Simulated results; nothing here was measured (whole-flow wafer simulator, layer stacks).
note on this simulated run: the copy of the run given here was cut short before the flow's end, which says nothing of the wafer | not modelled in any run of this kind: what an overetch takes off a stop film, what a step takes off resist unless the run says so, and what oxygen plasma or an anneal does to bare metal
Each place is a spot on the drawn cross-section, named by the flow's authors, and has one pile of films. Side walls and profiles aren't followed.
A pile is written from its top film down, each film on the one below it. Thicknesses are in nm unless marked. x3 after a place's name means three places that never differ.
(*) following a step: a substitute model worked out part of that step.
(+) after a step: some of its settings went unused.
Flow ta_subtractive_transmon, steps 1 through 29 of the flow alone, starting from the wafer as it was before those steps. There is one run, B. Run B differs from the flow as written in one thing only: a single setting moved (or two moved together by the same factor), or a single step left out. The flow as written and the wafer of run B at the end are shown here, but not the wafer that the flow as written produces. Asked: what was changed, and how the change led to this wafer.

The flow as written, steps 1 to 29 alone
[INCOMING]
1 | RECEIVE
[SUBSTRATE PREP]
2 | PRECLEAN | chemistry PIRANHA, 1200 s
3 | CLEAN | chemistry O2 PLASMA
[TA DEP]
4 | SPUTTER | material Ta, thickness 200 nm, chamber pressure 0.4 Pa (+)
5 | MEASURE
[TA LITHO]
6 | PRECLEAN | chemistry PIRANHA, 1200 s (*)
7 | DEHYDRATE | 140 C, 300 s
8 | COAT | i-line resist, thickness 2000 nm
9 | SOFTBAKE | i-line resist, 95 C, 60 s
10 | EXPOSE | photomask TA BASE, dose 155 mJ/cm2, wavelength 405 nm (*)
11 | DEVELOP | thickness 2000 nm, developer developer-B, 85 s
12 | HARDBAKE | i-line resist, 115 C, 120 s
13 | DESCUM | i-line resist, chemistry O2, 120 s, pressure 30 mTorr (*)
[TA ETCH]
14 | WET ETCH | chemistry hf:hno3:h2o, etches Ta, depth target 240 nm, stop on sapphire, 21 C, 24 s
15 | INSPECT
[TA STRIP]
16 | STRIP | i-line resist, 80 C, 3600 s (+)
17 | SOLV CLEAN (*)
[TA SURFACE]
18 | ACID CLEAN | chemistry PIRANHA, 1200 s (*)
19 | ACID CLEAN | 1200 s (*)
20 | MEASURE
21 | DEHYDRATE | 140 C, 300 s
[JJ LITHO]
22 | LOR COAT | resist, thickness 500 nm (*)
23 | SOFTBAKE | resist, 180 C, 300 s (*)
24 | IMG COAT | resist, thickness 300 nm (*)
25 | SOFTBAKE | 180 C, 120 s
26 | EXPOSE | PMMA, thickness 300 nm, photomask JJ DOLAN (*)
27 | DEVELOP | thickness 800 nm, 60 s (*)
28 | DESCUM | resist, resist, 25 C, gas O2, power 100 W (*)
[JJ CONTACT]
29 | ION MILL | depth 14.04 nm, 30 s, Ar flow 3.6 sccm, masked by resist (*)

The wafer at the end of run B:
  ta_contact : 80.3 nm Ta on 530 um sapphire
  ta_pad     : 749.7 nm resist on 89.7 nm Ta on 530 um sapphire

Cause: step 4, SPUTTER: thickness 90 nm was run, whereas the flow has thickness 200 nm.

The path from the change to this, step by step:
  4 | SPUTTER | material Ta, thickness 200 nm, chamber pressure 0.4 Pa (+)
      field x2, jj_line, lead, ta_contact, ta_pad: +90 Ta (new film) (in the flow as written it would be: +200 Ta (new film))
  14 | WET ETCH | chemistry hf:hno3:h2o, etches Ta, depth target 240 nm, stop on sapphire, 21 C, 24 s
      field x2, jj_line, lead: -90 Ta (all of it) (in the flow as written it would be: -200 Ta (all of it))
  22 | LOR COAT | resist, thickness 500 nm (*)
      lead: +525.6 resist (new film) (in the flow as written it would be: +554.8 resist (new film))
      ta_contact: +473.5 resist (new film) (in the flow as written it would be: +443.8 resist (new film))
  24 | IMG COAT | resist, thickness 300 nm (*)
      lead: +305.6 resist (in the flow as written it would be: +312.6 resist)
      ta_contact: +294.5 resist (in the flow as written it would be: +287.4 resist)
      (also at 1 further place)
  27 | DEVELOP | thickness 800 nm, 60 s (*)
      lead: -831.2 resist (all of it) (in the flow as written it would be: -867.4 resist (all of it))
      ta_contact: -768 resist (all of it) (in the flow as written it would be: -731.2 resist (all of it))
